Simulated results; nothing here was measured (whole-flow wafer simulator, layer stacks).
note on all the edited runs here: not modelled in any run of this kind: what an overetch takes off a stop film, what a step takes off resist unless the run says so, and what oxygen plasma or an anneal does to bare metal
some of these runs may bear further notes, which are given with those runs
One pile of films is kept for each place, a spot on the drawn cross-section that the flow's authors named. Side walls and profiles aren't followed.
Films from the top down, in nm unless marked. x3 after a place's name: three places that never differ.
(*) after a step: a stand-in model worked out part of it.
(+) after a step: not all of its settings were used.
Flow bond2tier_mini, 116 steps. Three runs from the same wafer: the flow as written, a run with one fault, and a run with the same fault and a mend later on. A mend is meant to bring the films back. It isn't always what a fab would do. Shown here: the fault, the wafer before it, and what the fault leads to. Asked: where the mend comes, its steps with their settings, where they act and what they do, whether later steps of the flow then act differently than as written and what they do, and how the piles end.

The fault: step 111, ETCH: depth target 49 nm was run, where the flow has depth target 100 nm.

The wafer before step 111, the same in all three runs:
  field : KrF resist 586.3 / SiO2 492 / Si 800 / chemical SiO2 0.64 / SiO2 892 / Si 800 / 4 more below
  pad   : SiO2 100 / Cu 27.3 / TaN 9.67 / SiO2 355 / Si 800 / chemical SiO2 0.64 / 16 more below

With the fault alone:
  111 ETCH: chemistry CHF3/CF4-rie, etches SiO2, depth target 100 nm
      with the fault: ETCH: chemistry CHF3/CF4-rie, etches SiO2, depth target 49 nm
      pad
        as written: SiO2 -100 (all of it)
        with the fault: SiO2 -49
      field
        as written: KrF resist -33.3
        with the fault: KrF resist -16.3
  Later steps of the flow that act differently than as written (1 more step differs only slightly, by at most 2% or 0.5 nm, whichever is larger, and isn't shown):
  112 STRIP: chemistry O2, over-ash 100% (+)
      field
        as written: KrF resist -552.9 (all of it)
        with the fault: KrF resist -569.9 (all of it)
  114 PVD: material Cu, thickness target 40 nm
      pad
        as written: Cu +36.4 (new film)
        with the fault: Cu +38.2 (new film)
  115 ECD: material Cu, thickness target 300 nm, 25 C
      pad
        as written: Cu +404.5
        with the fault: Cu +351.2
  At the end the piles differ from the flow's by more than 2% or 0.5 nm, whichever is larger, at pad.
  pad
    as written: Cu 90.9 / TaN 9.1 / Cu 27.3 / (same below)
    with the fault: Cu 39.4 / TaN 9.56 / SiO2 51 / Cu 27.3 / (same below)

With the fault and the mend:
  The mend comes after step 112.
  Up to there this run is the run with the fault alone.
  112a COAT: KrF resist, thickness 600 nm (*) (the flow's step 106 once more)
      field
        KrF resist +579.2 (new film)
      pad
        KrF resist +621.7 (new film)
  112b SOFTBAKE: KrF resist (the flow's step 107 once more)
      changes no film at any place that is followed
  112c EXPOSE: photomask T3PAD, NA 0.6 (the flow's step 108 once more)
      changes no film at any place that is followed
  112d PEB: KrF resist (the flow's step 109 once more)
      changes no film at any place that is followed
  112e DEVELOP: developer TMAH-0.26N, 60 s (the flow's step 110 once more)
      field
        KrF resist -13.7
      pad
        KrF resist -621.7 (all of it)
  112f ETCH: chemistry CHF3/CF4-rie, etches SiO2, depth target 51 nm (the flow's step 111 once more, with other settings)
      field
        KrF resist -17
      pad
        SiO2 -51 (all of it)
  112g STRIP: chemistry O2, over-ash 100% (+) (the flow's step 112 once more)
      field
        KrF resist -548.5 (all of it)
  No later step of the flow acts differently than as written at any place that is followed.
  At the end the piles are the same as the flow's at every place that both follow.
